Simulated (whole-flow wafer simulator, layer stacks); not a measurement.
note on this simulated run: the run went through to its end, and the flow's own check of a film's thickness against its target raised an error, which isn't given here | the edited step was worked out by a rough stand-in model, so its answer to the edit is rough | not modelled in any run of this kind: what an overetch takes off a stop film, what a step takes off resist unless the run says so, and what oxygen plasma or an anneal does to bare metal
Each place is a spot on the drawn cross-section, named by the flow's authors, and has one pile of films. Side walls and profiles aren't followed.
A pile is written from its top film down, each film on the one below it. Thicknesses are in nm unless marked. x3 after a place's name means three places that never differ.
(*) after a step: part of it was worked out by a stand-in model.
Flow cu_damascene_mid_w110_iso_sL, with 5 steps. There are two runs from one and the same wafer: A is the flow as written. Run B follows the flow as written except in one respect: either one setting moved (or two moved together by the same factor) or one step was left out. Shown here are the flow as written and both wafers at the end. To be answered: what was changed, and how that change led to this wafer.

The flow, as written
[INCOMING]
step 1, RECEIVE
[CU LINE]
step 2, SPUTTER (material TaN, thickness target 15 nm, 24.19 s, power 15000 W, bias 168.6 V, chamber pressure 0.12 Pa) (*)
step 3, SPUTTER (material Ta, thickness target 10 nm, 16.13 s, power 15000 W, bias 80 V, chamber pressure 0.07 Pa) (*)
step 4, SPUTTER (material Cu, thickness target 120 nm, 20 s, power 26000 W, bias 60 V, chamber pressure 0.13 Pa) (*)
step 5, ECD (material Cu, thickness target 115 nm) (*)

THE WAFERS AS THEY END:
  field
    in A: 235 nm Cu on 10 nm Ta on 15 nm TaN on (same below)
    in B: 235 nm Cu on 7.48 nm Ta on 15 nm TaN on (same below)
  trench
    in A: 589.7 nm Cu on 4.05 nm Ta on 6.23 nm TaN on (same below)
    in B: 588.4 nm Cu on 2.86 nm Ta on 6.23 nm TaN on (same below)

Cause: step 3, SPUTTER: power 11220 W was run, whereas the flow has power 15000 W.

Step by step, how the change led to this:
  step 3, SPUTTER (material Ta, thickness target 10 nm, 16.13 s, power 15000 W, bias 80 V, chamber pressure 0.07 Pa) (*)
      field: A +10 Ta (new film) | B +7.48 Ta (new film)
      trench: A +4.05 Ta (new film) | B +2.86 Ta (new film)
